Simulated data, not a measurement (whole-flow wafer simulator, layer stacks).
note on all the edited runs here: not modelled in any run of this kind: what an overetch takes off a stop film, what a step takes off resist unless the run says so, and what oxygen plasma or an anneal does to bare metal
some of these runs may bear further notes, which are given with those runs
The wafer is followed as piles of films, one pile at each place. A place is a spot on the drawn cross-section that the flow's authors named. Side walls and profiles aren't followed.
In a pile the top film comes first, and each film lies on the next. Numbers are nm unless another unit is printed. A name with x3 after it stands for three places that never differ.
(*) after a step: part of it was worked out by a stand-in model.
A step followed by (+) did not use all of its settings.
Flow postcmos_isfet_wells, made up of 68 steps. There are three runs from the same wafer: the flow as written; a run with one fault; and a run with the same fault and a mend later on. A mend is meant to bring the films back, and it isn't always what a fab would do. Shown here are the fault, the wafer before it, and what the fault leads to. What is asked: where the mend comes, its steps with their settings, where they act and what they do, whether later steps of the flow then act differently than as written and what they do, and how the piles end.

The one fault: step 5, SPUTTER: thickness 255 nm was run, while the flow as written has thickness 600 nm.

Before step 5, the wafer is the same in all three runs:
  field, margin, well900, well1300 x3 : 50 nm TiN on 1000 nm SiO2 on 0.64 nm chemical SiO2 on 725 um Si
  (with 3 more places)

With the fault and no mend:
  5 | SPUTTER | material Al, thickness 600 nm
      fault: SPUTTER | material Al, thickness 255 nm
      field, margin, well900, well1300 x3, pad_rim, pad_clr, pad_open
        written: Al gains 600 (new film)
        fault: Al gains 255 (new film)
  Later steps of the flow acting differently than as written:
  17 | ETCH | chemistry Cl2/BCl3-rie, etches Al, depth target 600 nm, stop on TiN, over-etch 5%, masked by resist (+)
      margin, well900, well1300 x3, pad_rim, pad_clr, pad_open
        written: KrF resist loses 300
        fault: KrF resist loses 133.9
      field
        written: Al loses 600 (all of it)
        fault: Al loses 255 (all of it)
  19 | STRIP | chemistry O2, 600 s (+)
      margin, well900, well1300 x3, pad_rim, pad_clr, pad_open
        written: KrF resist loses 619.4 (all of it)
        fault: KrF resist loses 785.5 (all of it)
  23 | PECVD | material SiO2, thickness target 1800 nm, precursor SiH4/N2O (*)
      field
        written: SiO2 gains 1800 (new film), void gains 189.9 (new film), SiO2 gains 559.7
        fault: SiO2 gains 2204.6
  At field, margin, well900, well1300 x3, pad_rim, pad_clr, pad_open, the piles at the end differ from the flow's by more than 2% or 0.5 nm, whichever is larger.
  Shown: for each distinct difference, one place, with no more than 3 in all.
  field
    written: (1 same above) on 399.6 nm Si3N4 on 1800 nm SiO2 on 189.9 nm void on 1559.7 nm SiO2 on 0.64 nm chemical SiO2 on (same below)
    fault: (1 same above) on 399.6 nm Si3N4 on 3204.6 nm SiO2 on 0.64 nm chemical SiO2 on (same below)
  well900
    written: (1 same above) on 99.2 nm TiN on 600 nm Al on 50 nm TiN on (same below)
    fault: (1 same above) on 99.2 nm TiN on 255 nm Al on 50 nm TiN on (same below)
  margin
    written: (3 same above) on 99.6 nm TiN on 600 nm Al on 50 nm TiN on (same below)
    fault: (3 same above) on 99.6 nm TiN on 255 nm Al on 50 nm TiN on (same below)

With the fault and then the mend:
  The mend stands after step 5.
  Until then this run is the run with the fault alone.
  5a | SPUTTER | material Al, thickness 345 nm (the flow's step 5 again, with other settings)
      field, margin, well900, well1300 x3, pad_rim, pad_clr, pad_open
        Al gains 345
  Later steps of the flow that are run all act as written at every place that is followed.
  The piles end the same as the flow's at every place that both follow.
